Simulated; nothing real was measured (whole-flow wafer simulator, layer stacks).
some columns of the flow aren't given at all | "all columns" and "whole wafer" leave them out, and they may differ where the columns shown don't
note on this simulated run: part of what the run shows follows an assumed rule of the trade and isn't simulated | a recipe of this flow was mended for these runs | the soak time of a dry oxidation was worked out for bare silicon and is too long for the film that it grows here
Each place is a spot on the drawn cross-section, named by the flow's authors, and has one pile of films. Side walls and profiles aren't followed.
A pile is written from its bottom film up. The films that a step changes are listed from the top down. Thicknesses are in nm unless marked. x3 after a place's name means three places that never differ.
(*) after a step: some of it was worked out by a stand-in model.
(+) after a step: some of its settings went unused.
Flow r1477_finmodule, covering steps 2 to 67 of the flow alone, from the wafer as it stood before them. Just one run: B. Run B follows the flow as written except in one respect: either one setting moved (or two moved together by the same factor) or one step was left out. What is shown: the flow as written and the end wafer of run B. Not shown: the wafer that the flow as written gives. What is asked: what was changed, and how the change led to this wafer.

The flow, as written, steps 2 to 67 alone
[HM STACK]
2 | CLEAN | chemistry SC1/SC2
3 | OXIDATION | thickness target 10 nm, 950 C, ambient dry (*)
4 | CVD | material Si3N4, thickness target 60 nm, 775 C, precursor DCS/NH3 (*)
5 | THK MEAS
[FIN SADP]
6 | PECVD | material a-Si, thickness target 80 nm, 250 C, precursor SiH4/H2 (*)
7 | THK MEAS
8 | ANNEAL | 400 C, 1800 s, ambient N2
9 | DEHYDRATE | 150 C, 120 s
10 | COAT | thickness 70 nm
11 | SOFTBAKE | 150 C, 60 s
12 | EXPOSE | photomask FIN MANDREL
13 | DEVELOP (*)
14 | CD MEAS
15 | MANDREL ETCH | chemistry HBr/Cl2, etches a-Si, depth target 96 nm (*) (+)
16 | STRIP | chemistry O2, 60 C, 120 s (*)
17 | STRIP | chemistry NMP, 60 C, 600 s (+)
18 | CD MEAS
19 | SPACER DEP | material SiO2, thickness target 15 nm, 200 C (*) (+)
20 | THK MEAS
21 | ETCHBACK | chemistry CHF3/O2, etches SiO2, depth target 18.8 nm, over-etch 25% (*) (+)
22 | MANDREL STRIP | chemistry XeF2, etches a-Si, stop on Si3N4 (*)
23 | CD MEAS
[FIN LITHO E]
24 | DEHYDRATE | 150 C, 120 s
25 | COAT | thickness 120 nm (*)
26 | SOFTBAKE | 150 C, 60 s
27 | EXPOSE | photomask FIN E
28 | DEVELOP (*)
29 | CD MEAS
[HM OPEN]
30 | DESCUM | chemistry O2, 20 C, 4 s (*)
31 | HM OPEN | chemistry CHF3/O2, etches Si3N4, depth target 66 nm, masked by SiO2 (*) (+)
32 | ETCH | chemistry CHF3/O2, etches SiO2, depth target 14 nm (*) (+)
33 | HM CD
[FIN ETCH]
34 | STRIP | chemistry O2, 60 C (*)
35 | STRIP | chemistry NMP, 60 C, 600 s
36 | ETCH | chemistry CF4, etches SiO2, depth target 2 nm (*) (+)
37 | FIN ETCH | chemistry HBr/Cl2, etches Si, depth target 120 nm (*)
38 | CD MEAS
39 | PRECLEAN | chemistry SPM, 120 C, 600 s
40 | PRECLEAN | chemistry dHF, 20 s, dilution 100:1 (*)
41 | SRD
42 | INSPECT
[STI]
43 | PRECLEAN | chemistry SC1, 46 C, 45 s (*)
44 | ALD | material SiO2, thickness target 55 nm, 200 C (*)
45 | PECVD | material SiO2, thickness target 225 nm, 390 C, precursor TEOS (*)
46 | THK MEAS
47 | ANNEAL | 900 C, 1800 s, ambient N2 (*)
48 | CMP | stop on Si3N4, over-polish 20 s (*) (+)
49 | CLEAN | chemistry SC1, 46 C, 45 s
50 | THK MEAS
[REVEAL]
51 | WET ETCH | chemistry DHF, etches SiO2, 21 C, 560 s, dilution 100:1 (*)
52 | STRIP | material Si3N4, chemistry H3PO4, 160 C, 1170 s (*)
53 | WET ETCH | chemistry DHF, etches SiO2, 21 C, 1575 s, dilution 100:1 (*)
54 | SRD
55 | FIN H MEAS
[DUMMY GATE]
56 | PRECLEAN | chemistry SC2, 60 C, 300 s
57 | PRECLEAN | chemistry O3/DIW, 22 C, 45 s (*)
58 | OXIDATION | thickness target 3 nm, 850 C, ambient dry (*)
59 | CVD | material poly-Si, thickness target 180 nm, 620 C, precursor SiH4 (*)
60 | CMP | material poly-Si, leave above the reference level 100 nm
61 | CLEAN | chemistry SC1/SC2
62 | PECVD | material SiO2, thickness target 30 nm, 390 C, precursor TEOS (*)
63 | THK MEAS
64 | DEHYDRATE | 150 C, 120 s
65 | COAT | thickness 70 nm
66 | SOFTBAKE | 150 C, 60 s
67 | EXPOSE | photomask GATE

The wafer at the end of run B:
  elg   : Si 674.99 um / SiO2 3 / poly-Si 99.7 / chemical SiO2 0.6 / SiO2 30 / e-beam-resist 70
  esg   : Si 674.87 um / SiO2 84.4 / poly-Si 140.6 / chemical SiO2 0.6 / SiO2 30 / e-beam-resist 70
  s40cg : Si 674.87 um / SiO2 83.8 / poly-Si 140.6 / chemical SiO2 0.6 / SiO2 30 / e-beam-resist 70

What caused this: step 3, OXIDATION: thickness target 15.5 nm was run, while the flow as written has thickness target 10 nm.

The path from the change to this, step by step:
  3 | OXIDATION | thickness target 10 nm, 950 C, ambient dry (*)
      pad, padg, elg and 33 more: SiO2 gains 15.5 (new film), chemical SiO2 loses 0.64 (all of it), Si loses 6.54 (in the flow as written it would be: SiO2 gains 10 (new film), chemical SiO2 loses 0.64 (all of it), Si loses 4.12)
  32 | ETCH | chemistry CHF3/O2, etches SiO2, depth target 14 nm (*) (+)
      pad, padg, esg and 13 more: SiO2 loses 9.55 (all of it), Si loses 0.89 (in the flow as written it would be: SiO2 loses 4.05 (all of it), Si loses 1.99)
      s40cg, s45cg, s50cg, s40co, s45co, s50co: SiO2 loses 12.5 (all of it), Si loses 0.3 (in the flow as written it would be: SiO2 loses 7 (all of it), Si loses 1.4)
  48 | CMP | stop on Si3N4, over-polish 20 s (*) (+)
      pad, padg: SiO2 loses 75 (in the flow as written it would be: SiO2 loses 79.4)
  53 | WET ETCH | chemistry DHF, etches SiO2, 21 C, 1575 s, dilution 100:1 (*)
      elg, e40lg, e100lg, e200lg, elo, e40lo, e100lo, e200lo: SiO2 loses 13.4 (all of it) (in the flow as written it would be: SiO2 loses 7.85 (all of it))
      s40sg_line, s45sg_line, s50sg_line, s40so_line, s45so_line, s50so_line: SiO2 loses 14 (all of it) (in the flow as written it would be: SiO2 loses 8.51 (all of it))
  59 | CVD | material poly-Si, thickness target 180 nm, 620 C, precursor SiH4 (*)
      esg, e40sg, e100sg and 15 more: poly-Si gains 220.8 (new film) (in the flow as written it would be: poly-Si gains 226.3 (new film))
      e200sg, e200so: poly-Si gains 213.7 (new film) (in the flow as written it would be: poly-Si gains 219.2 (new film))
  60 | CMP | material poly-Si, leave above the reference level 100 nm
      pad, padg: poly-Si loses 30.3 (in the flow as written it would be: poly-Si loses 24.8)
